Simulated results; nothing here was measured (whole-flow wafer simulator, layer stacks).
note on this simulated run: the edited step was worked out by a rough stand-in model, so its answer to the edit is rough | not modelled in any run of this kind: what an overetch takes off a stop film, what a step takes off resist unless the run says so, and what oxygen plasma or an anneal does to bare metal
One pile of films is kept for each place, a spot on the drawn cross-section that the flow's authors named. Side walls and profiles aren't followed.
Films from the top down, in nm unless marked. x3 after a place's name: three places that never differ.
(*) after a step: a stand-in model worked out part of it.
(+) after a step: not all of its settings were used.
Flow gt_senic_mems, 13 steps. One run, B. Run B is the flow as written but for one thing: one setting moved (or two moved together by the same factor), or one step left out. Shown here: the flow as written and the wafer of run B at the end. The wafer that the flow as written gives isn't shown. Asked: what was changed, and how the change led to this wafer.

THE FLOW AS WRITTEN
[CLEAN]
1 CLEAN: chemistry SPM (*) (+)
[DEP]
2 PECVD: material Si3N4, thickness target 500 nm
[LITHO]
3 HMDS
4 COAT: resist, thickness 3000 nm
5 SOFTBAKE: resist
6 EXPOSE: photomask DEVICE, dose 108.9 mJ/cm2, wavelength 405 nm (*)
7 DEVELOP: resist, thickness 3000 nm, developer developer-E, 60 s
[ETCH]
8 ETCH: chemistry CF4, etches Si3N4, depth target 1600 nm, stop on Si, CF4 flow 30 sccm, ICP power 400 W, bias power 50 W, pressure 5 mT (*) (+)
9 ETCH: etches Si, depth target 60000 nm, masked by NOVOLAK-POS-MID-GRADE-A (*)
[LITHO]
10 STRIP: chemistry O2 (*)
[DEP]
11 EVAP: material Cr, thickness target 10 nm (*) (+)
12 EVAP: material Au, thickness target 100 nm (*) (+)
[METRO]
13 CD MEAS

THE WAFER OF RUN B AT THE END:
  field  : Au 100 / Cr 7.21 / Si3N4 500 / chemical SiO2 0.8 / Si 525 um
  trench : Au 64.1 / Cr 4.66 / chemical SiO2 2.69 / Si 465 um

The cause: step 11, EVAP: thickness target 7.21 nm was run, where the flow has thickness target 10 nm.
It can be read off the wafer: field has Cr 7.21, and step 11 as written asks for 10 nm.

How the change led to this, step by step:
  11 EVAP: material Cr, thickness target 10 nm (*) (+)
      field: Cr +7.21 (new film) (as written it would be: Cr +10 (new film))
      trench: Cr +4.66 (new film) (as written it would be: Cr +6.45 (new film))
